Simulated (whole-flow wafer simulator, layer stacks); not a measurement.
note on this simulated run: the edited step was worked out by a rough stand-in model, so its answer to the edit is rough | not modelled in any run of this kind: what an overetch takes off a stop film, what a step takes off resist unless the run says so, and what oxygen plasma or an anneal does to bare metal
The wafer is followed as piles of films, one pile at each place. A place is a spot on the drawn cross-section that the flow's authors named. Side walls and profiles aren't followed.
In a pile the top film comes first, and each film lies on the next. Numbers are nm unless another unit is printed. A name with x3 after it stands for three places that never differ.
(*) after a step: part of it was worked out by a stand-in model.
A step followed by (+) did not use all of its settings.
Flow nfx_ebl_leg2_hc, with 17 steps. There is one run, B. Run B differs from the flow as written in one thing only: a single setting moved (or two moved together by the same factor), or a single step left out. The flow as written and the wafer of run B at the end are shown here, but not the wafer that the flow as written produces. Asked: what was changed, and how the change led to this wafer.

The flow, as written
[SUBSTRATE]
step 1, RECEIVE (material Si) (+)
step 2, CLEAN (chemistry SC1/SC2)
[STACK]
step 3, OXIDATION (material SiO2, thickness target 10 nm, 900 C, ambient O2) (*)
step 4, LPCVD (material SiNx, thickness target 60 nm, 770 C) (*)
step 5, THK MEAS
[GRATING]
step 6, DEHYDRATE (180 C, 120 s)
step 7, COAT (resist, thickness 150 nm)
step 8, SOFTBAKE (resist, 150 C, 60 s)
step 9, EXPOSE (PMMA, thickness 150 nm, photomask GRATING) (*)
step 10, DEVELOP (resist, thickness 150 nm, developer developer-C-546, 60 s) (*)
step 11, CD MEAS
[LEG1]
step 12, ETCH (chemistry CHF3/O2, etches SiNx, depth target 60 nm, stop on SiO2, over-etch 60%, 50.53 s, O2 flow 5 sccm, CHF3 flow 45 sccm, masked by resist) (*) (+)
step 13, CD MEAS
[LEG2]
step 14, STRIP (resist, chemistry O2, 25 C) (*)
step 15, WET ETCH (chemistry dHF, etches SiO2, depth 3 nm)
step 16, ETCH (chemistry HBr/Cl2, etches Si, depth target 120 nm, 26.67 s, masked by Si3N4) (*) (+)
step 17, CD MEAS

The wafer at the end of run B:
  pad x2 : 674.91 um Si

The reason: step 16, ETCH: depth target 87 nm was run, whereas the flow has depth target 120 nm.

How this came from the change, step by step:
  step 16, ETCH (chemistry HBr/Cl2, etches Si, depth target 120 nm, 26.67 s, masked by Si3N4) (*) (+)
      pad x2: -87 Si (as written it would have been: -120 Si)
